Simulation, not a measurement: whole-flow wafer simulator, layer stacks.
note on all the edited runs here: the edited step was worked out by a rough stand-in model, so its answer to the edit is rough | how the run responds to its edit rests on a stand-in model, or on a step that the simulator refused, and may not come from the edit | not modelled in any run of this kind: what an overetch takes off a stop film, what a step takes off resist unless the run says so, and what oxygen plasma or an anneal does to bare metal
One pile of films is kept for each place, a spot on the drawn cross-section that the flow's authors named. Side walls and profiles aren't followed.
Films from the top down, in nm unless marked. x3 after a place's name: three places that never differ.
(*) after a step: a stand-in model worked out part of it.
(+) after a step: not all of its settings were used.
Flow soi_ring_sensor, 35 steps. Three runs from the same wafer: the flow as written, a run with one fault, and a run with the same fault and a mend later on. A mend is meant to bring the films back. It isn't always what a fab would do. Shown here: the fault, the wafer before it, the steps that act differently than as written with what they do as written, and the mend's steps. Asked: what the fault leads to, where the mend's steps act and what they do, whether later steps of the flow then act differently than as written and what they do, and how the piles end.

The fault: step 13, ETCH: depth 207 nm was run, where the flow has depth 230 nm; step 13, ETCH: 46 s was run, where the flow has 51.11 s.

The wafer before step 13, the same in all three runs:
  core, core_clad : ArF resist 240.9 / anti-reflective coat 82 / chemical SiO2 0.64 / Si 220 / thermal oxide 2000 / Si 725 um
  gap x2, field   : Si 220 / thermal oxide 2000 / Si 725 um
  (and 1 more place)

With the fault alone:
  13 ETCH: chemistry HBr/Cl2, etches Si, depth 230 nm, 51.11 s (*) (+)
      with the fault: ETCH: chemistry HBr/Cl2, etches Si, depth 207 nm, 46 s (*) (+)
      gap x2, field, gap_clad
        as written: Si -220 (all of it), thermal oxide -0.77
        with the fault: Si -207
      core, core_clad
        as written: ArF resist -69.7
        with the fault: ArF resist -62.7
  Later steps of the flow that act differently than as written:
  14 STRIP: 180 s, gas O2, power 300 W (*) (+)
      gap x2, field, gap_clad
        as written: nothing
        with the fault: chemical SiO2 +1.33 (new film), Si -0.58
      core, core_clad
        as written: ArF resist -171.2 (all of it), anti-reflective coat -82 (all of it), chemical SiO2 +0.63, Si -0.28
        with the fault: ArF resist -178.2 (all of it), anti-reflective coat -82 (all of it), chemical SiO2 +0.62, Si -0.27
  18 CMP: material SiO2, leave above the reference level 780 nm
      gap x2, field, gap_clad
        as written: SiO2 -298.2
        with the fault: SiO2 -312.7
  At the end the piles differ from the flow's by more than 2% or 0.5 nm, whichever is larger, at field.
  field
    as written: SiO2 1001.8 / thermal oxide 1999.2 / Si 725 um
    with the fault: SiO2 987.3 / chemical SiO2 1.33 / Si 12.4 / thermal oxide 2000 / Si 725 um

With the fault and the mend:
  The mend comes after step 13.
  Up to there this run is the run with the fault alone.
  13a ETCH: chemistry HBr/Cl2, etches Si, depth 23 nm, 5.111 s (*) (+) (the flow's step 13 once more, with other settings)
      gap x2, field, gap_clad
        Si -13 (all of it), thermal oxide -0.77
      core, core_clad
        ArF resist -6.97
  No later step of the flow acts differently than as written at any place that is followed.
  At the end the piles are the same as the flow's at every place that both follow.
